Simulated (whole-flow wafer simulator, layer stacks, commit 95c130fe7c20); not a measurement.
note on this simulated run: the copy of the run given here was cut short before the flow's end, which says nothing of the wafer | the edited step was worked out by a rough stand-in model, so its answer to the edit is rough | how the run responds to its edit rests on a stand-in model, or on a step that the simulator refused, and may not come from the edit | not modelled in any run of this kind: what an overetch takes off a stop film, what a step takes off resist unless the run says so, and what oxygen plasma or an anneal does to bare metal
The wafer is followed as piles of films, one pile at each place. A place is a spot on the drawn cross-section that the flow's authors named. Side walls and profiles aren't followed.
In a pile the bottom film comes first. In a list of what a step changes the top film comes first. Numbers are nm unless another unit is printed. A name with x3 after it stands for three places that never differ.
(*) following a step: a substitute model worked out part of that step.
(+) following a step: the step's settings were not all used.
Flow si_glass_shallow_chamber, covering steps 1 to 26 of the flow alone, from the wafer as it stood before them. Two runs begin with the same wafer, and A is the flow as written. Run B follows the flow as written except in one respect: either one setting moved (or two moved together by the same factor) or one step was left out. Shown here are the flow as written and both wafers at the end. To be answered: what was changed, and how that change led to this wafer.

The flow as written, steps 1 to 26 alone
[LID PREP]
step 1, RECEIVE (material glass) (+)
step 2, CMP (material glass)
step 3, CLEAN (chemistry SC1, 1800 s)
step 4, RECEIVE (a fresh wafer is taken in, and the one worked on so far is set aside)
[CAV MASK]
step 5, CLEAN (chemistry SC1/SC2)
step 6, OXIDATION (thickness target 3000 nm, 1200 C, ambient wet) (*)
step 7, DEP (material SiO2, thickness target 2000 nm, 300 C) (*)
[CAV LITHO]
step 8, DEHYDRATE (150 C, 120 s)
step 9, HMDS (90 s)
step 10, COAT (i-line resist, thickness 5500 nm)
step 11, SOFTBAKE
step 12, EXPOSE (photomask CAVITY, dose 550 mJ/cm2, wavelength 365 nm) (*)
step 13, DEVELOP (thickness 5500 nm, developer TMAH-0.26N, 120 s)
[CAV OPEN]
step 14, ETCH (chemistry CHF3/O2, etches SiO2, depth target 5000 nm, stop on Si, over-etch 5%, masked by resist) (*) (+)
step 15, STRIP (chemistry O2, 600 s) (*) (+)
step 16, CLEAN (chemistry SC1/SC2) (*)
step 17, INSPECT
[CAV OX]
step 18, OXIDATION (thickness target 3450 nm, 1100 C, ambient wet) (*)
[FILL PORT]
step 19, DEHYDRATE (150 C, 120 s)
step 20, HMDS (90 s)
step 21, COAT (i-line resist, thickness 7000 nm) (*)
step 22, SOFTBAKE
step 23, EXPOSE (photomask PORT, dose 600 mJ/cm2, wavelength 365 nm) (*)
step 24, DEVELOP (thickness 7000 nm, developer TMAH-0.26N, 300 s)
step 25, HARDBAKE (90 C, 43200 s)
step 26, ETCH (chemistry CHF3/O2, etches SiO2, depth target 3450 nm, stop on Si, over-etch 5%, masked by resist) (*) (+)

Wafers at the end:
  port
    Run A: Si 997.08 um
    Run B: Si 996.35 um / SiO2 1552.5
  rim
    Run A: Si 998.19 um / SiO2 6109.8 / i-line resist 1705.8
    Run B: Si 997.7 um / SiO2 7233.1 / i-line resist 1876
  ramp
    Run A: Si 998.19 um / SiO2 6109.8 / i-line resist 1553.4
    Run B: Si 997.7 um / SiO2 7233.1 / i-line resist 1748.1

Cause: step 18, OXIDATION: thickness target 5175 nm was run, while the flow as written has thickness target 3450 nm.

The path from the change to this, step by step:
  step 18, OXIDATION (thickness target 3450 nm, 1100 C, ambient wet) (*)
      rim, ramp, septum, ring: A SiO2 gains 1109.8, Si loses 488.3 | B SiO2 gains 2233.1, Si loses 982.5
      cav, port: A SiO2 gains 3450 (new film), chemical SiO2 loses 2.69 (all of it), Si loses 1516.8 | B SiO2 gains 5175 (new film), chemical SiO2 loses 2.69 (all of it), Si loses 2275.8
  step 21, COAT (i-line resist, thickness 7000 nm) (*)
      rim: A i-line resist gains 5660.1 (new film) | B i-line resist gains 5776.3 (new film)
      ramp: A i-line resist gains 5087.8 (new film) | B i-line resist gains 5248.7 (new film)
  step 22, SOFTBAKE
      rim: A i-line resist loses 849 | B i-line resist loses 788.7
      ramp: A i-line resist loses 434.5 | B i-line resist loses 393.8
      (and at 4 other places as well)
  step 25, HARDBAKE (90 C, 43200 s)
      rim: A i-line resist loses 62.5 | B i-line resist loses 68.8
      ramp: A i-line resist loses 57.1 | B i-line resist loses 64
      (and at 1 other place as well)
  step 26, ETCH (chemistry CHF3/O2, etches SiO2, depth target 3450 nm, stop on Si, over-etch 5%, masked by resist) (*) (+)
      port: A SiO2 loses 3450 (all of it), Si loses 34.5 | B SiO2 loses 3622.5
